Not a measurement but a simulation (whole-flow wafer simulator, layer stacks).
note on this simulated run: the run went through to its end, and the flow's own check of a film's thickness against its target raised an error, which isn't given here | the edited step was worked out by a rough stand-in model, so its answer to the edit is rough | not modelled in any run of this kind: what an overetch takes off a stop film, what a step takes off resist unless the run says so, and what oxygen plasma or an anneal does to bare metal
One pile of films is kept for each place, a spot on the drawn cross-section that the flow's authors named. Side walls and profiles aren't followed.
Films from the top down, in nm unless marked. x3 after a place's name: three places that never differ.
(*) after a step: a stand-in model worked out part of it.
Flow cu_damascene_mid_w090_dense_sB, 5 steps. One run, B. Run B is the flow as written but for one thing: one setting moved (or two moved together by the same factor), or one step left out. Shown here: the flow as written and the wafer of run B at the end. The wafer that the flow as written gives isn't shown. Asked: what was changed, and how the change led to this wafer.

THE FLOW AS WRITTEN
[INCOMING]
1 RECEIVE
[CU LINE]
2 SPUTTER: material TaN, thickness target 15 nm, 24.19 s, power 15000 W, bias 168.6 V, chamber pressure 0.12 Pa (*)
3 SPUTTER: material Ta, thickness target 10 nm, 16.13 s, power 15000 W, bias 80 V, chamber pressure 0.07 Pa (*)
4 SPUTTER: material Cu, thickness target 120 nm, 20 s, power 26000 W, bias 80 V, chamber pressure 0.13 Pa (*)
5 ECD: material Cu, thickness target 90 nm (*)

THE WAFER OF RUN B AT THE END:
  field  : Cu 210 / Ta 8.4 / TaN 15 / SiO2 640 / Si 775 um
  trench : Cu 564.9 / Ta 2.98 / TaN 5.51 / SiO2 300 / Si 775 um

The cause: step 3, SPUTTER: thickness target 8.4 nm was run, where the flow has thickness target 10 nm; step 3, SPUTTER: 13.53 s was run, where the flow has 16.13 s.
It can be read off the wafer: field has Ta 8.4, and step 3 as written asks for 10 nm.

How the change led to this, step by step:
  3 SPUTTER: material Ta, thickness target 10 nm, 16.13 s, power 15000 W, bias 80 V, chamber pressure 0.07 Pa (*)
      field: Ta +8.4 (new film) (as written it would be: Ta +10 (new film))
      trench: Ta +2.98 (new film) (as written it would be: Ta +3.55 (new film))
